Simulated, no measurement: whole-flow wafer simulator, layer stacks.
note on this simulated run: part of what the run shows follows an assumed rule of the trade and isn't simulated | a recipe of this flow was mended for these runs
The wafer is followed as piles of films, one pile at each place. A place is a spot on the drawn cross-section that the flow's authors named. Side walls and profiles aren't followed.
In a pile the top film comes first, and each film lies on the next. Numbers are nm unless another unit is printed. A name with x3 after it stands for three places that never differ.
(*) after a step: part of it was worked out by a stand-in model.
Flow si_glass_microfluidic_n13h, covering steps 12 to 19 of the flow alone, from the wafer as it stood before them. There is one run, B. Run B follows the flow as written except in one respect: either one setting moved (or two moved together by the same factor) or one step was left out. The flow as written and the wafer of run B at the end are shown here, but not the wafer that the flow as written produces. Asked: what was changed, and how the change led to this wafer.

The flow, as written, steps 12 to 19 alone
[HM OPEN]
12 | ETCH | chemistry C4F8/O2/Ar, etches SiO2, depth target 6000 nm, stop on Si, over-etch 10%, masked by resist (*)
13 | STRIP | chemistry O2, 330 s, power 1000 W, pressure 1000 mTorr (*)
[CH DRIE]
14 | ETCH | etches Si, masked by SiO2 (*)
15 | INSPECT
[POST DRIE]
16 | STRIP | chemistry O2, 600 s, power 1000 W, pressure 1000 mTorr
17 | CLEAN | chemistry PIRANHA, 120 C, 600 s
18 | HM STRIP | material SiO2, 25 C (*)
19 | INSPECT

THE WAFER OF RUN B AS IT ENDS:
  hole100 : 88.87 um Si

The reason: step 12, ETCH: over-etch 5.88% was run, whereas the flow has over-etch 10%.

Step by step, how the change led to this:
  12 | ETCH | chemistry C4F8/O2/Ar, etches SiO2, depth target 6000 nm, stop on Si, over-etch 10%, masked by resist (*)
      land: thick-i-line-resist loses 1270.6 (it would be, as written: thick-i-line-resist loses 1320)
      hole100: SiO2 loses 6000 (all of it), Si loses 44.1 (it would be, as written: SiO2 loses 6000 (all of it), Si loses 75)
